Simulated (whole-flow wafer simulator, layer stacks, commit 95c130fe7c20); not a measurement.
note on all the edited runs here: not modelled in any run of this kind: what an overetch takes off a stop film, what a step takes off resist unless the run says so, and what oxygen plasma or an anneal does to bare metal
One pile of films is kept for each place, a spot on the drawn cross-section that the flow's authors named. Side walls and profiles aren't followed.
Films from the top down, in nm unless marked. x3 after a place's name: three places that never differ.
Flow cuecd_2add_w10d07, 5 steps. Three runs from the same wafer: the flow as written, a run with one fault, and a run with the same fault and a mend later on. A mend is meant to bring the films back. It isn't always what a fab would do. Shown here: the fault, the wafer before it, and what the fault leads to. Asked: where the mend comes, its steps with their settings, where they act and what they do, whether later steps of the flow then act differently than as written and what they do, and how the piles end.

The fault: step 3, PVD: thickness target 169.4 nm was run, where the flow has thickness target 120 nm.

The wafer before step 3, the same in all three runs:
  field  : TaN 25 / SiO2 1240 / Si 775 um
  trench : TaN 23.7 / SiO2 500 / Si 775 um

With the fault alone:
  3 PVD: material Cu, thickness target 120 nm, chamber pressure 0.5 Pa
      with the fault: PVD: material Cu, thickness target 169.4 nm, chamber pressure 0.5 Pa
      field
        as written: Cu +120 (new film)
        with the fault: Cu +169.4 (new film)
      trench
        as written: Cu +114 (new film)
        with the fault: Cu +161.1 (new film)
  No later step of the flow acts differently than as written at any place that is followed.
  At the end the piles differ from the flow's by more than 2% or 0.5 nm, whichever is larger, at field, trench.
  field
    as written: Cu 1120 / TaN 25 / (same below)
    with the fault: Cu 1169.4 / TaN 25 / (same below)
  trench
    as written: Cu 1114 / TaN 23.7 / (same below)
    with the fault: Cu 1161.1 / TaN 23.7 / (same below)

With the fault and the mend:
  The mend comes after step 3.
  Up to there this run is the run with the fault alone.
  3a ETCH: chemistry cu recess dil, depth target 194.9 nm
      field
        Cu -169.4 (all of it)
      trench
        Cu -161.1 (all of it)
  3b PVD: material Cu, thickness target 120 nm, chamber pressure 0.5 Pa (the flow's step 3 once more)
      field
        Cu +120 (new film)
      trench
        Cu +114 (new film)
  No later step of the flow acts differently than as written at any place that is followed.
  At the end the piles are the same as the flow's at every place that both follow.
